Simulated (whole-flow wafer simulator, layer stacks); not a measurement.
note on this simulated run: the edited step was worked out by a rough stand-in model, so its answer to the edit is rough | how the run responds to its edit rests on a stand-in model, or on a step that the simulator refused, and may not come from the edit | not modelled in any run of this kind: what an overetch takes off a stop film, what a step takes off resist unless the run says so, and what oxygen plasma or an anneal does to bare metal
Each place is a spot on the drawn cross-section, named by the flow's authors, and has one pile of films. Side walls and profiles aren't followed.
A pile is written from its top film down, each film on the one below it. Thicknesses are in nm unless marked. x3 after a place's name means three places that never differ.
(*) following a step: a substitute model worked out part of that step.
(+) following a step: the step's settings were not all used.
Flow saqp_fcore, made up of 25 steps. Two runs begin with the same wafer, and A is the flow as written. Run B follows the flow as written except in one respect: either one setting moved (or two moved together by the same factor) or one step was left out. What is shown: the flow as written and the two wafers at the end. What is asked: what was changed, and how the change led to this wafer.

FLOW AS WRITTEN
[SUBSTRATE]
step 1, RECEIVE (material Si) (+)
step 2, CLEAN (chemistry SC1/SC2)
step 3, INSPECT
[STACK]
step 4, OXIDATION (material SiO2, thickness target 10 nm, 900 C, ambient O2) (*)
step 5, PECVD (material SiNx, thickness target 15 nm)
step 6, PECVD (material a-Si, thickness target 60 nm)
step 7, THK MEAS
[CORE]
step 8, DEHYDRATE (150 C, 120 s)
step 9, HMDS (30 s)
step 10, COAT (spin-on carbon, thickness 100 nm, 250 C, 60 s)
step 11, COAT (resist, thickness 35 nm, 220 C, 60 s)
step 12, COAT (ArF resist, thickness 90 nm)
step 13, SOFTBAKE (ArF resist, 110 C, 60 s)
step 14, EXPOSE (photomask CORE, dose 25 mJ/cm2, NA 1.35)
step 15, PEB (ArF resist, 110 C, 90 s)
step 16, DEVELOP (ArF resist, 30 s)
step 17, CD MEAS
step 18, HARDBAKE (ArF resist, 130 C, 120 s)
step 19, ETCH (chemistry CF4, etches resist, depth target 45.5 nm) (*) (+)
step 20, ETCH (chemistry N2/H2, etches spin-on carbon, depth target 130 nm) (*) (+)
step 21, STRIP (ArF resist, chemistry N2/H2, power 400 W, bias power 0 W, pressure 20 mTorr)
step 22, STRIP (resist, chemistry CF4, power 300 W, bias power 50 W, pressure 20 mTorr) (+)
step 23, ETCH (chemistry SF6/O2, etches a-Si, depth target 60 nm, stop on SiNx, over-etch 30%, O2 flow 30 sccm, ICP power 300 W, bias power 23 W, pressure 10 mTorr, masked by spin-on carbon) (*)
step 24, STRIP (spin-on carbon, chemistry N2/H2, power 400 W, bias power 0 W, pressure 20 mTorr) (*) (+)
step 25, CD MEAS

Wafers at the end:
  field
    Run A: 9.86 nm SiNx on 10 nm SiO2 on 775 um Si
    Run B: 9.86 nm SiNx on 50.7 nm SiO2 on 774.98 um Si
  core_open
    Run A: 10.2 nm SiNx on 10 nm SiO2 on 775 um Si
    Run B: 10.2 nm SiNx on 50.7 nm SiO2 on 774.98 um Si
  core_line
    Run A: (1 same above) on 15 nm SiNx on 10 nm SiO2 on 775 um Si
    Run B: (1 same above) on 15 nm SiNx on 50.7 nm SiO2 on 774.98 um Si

What caused this: step 4, OXIDATION: 1080 C was run, while the flow as written has 900 C.

Step by step, how the change led to this:
  step 4, OXIDATION (material SiO2, thickness target 10 nm, 900 C, ambient O2) (*)
      field, core_open, core_line: A +10 SiO2 (new film), -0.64 chemical SiO2 (all of it), -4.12 Si | B +50.7 SiO2 (new film), -0.64 chemical SiO2 (all of it), -22 Si
